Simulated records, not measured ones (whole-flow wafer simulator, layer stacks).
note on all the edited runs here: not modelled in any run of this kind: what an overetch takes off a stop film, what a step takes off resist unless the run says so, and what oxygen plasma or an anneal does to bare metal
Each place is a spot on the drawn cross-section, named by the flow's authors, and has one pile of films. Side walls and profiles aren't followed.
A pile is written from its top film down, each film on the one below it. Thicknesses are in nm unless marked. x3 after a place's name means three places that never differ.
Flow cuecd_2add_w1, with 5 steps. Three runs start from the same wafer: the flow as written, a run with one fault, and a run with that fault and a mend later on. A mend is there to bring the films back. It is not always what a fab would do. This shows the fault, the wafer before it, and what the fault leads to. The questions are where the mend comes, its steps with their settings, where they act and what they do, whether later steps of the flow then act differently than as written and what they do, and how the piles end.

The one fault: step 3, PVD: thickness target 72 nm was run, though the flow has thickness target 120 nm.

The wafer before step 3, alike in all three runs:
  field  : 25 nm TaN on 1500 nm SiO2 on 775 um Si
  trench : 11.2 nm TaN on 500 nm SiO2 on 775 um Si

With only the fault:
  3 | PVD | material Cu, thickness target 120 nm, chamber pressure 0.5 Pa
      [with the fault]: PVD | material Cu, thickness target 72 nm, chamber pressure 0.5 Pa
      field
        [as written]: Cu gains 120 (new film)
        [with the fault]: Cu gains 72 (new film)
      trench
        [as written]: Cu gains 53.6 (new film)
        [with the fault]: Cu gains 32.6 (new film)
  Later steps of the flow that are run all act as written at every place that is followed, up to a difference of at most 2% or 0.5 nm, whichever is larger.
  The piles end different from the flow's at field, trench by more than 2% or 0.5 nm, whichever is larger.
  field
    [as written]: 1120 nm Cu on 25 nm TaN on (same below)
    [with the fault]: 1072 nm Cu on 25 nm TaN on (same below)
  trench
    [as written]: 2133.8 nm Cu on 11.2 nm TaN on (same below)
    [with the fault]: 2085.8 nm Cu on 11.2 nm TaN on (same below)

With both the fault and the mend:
  The mend stands after step 3.
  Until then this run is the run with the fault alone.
  3a | PVD | material Cu, thickness target 48 nm, chamber pressure 0.5 Pa (a further turn of the flow's step 3, with different settings)
      field
        Cu gains 48
      trench
        Cu gains 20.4
  Later steps of the flow that are run all act as written at every place that is followed, up to a difference of at most 2% or 0.5 nm, whichever is larger.
  At every place that both follow, the piles at the end match the flow's.
